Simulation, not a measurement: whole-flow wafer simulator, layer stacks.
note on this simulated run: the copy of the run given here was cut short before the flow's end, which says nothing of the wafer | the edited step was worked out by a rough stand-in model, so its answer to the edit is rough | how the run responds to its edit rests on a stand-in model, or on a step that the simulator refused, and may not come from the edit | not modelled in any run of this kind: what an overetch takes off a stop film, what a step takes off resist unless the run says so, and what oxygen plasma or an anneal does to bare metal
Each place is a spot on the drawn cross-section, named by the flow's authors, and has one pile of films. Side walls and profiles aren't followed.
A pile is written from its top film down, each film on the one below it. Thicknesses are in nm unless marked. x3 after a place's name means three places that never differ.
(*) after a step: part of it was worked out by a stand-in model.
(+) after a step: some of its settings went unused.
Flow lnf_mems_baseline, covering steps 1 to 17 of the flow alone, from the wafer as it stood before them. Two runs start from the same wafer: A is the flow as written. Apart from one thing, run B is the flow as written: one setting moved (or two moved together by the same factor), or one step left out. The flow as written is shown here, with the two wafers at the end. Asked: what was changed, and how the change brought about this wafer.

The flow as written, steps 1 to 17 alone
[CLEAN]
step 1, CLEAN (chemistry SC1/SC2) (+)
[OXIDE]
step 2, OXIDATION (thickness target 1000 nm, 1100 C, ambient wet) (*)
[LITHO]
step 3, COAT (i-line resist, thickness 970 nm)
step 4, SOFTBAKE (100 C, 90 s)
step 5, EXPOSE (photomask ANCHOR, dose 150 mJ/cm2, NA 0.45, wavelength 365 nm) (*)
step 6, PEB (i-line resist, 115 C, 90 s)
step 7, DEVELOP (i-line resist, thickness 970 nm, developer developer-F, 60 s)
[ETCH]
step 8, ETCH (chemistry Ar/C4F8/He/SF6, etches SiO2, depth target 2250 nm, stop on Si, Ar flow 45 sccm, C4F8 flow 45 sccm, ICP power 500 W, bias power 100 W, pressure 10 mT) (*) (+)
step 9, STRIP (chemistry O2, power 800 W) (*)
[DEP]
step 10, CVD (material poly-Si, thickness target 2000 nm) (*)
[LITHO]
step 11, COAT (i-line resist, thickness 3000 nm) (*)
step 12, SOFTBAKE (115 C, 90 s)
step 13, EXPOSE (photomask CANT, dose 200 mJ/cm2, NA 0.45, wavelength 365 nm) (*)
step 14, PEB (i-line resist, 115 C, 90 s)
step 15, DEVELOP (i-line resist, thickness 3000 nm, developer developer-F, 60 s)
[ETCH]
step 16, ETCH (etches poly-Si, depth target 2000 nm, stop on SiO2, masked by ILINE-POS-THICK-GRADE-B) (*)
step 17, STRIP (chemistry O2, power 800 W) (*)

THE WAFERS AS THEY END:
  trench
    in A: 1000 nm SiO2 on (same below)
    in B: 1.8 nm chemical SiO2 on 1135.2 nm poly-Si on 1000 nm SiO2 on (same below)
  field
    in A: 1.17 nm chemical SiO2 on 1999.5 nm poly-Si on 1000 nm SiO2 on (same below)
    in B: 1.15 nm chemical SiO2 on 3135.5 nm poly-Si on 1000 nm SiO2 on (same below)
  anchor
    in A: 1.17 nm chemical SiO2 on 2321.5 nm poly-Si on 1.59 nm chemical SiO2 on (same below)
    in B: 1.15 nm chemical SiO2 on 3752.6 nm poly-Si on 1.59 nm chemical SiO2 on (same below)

The reason: step 10, CVD: thickness target 3136 nm was run, while the flow as written has thickness target 2000 nm.

The path from the change to this, step by step:
  step 10, CVD (material poly-Si, thickness target 2000 nm) (*)
      field, beam, trench, char_slit: A poly-Si gains 2000 (new film) | B poly-Si gains 3136 (new film)
      anchor: A poly-Si gains 2322 (new film) | B poly-Si gains 3753.1 (new film)
  step 11, COAT (i-line resist, thickness 3000 nm) (*)
      anchor: A i-line resist gains 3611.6 (new film) | B i-line resist gains 3334.2 (new film)
  step 12, SOFTBAKE (115 C, 90 s)
      field: A i-line resist loses 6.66 | B i-line resist loses 4.98
      anchor: A i-line resist gains 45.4 | B i-line resist gains 32.9
      (and at 2 other places as well)
  step 14, PEB (i-line resist, 115 C, 90 s)
      anchor: A i-line resist loses 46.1 | B i-line resist loses 41
  step 16, ETCH (etches poly-Si, depth target 2000 nm, stop on SiO2, masked by ILINE-POS-THICK-GRADE-B) (*)
      trench, char_slit: A poly-Si loses 2000 (all of it) | B poly-Si loses 2000
  step 17, STRIP (chemistry O2, power 800 W) (*)
      trench, char_slit: A nothing | B chemical SiO2 gains 1.8 (new film), poly-Si loses 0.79
      anchor: A chemical SiO2 gains 1.17 (new film), i-line resist loses 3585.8 (all of it), poly-Si loses 0.52 | B chemical SiO2 gains 1.15 (new film), i-line resist loses 3301 (all of it), poly-Si loses 0.51
